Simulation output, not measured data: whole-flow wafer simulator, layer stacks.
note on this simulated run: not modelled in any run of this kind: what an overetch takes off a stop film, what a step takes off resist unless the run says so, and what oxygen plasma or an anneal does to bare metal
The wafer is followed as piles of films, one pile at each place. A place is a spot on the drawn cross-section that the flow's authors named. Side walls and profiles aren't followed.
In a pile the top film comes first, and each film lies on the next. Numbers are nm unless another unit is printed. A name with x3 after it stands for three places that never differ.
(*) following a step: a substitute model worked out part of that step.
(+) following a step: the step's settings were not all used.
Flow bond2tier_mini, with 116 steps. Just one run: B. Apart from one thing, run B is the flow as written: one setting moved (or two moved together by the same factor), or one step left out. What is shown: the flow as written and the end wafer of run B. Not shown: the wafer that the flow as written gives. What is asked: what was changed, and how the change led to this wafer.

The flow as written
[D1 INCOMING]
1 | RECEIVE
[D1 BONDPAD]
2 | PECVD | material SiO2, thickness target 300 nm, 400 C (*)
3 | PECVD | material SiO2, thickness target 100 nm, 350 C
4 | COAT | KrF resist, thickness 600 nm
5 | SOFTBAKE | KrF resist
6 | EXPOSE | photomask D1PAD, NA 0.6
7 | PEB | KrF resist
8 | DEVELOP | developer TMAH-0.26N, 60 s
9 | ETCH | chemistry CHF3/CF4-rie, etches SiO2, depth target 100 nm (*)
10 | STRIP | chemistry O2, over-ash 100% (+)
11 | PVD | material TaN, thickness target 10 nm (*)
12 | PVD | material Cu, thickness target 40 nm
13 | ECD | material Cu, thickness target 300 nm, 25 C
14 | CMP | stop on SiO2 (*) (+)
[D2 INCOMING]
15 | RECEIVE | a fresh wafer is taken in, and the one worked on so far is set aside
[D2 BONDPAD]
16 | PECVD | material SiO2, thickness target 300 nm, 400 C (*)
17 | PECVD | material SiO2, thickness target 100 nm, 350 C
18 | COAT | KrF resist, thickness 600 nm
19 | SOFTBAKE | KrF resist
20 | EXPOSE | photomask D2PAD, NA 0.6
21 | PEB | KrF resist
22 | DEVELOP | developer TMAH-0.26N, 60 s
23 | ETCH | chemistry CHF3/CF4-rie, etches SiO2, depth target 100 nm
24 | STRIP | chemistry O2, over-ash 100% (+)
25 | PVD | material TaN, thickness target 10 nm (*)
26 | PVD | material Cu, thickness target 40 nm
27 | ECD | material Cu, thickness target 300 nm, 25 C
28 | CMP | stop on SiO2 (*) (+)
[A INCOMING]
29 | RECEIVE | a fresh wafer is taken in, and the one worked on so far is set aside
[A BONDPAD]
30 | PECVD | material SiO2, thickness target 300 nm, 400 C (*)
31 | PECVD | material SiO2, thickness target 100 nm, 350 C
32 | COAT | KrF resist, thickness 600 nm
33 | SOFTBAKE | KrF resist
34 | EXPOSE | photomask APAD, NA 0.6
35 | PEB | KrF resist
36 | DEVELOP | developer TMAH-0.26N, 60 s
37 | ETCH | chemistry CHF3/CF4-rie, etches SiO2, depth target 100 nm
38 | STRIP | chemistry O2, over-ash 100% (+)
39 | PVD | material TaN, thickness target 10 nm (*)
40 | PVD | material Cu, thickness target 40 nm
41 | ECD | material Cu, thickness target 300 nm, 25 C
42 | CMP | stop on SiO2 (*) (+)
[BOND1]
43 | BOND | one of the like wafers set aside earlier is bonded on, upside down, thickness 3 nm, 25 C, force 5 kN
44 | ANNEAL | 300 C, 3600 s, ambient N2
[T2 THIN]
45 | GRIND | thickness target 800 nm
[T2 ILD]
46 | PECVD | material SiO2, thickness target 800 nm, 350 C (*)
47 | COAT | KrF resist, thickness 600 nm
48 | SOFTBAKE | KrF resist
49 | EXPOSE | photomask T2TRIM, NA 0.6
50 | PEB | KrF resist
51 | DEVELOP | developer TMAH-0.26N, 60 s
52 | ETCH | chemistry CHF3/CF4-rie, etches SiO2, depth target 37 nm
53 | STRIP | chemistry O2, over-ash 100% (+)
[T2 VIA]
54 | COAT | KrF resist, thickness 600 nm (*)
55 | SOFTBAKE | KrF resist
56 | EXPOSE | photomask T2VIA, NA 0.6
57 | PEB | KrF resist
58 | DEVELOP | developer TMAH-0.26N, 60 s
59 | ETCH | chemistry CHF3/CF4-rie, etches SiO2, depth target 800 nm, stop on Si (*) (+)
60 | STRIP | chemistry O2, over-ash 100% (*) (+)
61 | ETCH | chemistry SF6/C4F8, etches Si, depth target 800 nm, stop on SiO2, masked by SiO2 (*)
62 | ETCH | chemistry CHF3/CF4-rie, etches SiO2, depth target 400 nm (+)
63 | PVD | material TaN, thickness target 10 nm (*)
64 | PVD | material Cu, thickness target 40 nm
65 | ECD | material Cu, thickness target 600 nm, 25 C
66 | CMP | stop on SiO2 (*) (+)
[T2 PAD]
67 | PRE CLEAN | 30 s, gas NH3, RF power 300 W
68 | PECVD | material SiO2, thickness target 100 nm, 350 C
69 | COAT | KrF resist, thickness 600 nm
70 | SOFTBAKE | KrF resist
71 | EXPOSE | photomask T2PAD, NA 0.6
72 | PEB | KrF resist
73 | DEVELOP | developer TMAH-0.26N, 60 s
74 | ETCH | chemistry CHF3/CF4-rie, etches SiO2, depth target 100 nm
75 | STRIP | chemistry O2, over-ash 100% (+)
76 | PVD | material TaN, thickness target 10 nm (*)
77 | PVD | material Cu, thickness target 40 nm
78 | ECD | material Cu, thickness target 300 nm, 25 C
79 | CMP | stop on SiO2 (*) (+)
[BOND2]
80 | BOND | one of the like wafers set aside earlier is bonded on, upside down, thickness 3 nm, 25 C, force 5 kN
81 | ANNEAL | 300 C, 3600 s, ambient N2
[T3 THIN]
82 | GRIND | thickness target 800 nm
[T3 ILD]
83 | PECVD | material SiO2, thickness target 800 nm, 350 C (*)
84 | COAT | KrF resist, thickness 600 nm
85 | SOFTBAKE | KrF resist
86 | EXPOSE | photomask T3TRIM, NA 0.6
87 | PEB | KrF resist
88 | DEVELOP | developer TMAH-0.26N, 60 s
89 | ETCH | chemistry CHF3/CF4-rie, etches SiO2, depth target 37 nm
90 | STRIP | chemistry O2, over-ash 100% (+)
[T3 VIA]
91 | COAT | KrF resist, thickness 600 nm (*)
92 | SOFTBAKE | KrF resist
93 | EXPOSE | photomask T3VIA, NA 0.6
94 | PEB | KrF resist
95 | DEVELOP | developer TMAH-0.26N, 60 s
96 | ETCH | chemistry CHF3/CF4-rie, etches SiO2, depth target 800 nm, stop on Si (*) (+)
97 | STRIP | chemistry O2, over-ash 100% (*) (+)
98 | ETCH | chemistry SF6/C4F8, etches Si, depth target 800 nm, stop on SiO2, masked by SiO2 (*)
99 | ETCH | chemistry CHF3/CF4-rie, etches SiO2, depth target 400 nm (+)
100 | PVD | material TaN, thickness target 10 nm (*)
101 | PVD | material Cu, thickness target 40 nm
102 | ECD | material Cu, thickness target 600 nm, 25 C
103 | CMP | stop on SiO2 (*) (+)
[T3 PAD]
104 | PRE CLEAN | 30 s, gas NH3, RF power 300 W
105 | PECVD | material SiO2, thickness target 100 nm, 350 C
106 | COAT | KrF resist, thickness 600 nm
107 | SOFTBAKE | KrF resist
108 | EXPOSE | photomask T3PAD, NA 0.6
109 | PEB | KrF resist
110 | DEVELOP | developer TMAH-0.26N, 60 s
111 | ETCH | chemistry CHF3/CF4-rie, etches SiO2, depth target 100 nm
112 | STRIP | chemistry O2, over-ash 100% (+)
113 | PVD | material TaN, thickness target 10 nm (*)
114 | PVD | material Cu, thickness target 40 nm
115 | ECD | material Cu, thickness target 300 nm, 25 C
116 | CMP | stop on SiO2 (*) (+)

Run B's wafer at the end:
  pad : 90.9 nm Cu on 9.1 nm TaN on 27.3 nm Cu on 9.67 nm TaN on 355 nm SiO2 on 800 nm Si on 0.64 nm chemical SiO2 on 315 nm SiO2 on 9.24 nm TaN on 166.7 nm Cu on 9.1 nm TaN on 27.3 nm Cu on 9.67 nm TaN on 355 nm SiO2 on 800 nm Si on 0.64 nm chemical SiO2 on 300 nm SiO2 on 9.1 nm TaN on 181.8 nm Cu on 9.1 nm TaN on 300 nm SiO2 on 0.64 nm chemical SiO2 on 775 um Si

Cause: step 23, ETCH: depth target 85 nm was run, though the flow has depth target 100 nm.

Step by step, how the change led to this:
  23 | ETCH | chemistry CHF3/CF4-rie, etches SiO2, depth target 100 nm
      pad, via: -85 SiO2 (in the flow as written it would be: -100 SiO2)
      field: -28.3 KrF resist (in the flow as written it would be: -33.3 KrF resist)
  27 | ECD | material Cu, thickness target 300 nm, 25 C
      pad: +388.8 Cu (in the flow as written it would be: +404.5 Cu)
      via: +385.1 Cu (in the flow as written it would be: +400.2 Cu)
  80 | BOND | one of the like wafers set aside earlier is bonded on, upside down, thickness 3 nm, 25 C, force 5 kN
      pad: +775 um Si (new film), +0.64 chemical SiO2 (new film), +315 SiO2 (new film), +9.24 TaN (new film), +75.8 Cu (in the flow as written it would be: +775 um Si (new film), +0.64 chemical SiO2 (new film), +300 SiO2 (new film), +9.1 TaN (new film), +90.9 Cu)
